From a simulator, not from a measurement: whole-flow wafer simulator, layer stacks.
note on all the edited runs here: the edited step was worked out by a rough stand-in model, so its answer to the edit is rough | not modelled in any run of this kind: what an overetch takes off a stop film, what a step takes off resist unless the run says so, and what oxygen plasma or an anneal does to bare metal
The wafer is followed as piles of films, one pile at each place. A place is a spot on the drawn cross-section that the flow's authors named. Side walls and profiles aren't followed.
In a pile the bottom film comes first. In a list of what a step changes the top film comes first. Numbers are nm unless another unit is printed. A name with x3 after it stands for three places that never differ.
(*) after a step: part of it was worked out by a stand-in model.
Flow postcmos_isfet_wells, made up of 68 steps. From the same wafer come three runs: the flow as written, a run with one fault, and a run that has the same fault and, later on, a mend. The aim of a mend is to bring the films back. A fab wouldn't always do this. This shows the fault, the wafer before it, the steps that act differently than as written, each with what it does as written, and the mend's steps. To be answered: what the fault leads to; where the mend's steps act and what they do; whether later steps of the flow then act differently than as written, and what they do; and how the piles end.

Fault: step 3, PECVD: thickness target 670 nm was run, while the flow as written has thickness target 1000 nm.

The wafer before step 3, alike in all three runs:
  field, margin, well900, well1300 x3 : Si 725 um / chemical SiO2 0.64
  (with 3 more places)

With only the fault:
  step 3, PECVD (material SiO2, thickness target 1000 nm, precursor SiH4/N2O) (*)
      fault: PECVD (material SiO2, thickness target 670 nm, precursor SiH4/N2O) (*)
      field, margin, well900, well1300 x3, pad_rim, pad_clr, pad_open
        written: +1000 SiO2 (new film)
        fault: +670 SiO2 (new film)
  Later steps of the flow that are run all act as written at every place that is followed.
  At field, margin, well900, well1300 x3, pad_rim, pad_clr, pad_open, the piles at the end differ from the flow's by more than 2% or 0.5 nm, whichever is larger.
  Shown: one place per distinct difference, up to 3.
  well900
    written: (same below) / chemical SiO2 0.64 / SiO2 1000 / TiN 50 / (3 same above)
    fault: (same below) / chemical SiO2 0.64 / SiO2 670 / TiN 50 / (3 same above)
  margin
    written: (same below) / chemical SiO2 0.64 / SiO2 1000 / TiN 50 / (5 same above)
    fault: (same below) / chemical SiO2 0.64 / SiO2 670 / TiN 50 / (5 same above)
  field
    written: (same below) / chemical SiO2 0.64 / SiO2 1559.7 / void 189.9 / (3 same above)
    fault: (same below) / chemical SiO2 0.64 / SiO2 1229.7 / void 189.9 / (3 same above)

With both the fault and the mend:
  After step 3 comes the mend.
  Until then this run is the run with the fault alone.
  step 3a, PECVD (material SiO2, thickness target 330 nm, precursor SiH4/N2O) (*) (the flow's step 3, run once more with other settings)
      field, margin, well900, well1300 x3, pad_rim, pad_clr, pad_open
        +330 SiO2
  Later steps of the flow that are run all act as written at every place that is followed.
  At every place that both follow, the piles at the end match the flow's.
